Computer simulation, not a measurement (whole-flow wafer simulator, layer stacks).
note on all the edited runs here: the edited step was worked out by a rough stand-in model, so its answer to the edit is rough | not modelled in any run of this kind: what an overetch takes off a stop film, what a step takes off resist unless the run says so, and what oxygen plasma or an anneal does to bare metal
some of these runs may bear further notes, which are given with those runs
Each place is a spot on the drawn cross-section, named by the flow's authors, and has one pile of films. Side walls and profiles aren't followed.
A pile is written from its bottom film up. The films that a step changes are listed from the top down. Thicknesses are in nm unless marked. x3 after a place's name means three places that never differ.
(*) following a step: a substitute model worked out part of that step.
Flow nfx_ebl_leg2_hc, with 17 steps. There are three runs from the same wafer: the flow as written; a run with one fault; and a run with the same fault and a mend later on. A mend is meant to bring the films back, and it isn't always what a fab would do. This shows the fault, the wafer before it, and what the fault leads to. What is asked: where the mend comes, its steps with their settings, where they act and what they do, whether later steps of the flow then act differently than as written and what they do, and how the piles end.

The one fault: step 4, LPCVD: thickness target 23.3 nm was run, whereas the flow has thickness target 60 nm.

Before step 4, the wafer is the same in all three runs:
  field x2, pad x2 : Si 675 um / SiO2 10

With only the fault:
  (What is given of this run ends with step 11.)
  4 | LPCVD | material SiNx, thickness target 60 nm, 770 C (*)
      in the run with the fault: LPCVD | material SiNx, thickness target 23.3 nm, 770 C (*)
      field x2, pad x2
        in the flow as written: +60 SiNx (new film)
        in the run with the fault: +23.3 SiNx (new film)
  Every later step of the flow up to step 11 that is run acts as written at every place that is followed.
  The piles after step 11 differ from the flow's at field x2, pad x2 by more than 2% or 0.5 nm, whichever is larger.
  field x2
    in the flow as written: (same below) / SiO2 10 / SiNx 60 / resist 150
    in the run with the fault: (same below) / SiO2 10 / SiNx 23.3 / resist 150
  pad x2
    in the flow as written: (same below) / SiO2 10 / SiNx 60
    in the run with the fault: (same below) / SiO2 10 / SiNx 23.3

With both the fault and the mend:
  The mend stands after step 11.
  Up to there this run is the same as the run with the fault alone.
  11a | STRIP | resist, chemistry O2, 25 C (*)
      field x2
        -150 resist (all of it)
  11b | CLEAN | chemistry SC1/SC2 (*) (the flow's step 2, run once more)
      does not change any film at any place that is followed
  11c | LPCVD | material SiNx, thickness target 36.7 nm, 770 C (*) (the flow's step 4, run once more with other settings)
      field x2, pad x2
        +36.7 SiNx
  11d | DEHYDRATE | 180 C, 120 s (the flow's step 6, run once more)
      does not change any film at any place that is followed
  11e | COAT | resist, thickness 150 nm (the flow's step 7, run once more)
      field x2, pad x2
        +150 resist (new film)
  11f | SOFTBAKE | resist, 150 C, 60 s (the flow's step 8, run once more)
      does not change any film at any place that is followed
  11g | EXPOSE | PMMA, thickness 150 nm, photomask GRATING (*) (the flow's step 9, run once more)
      does not change any film at any place that is followed
  11h | DEVELOP | resist, thickness 150 nm, developer developer-C-546, 60 s (*) (the flow's step 10, run once more)
      pad x2
        -150 resist (all of it)
  Every later step of the flow that is run acts as written at every place that is followed.
  The piles end the same as the flow's at every place that both follow.
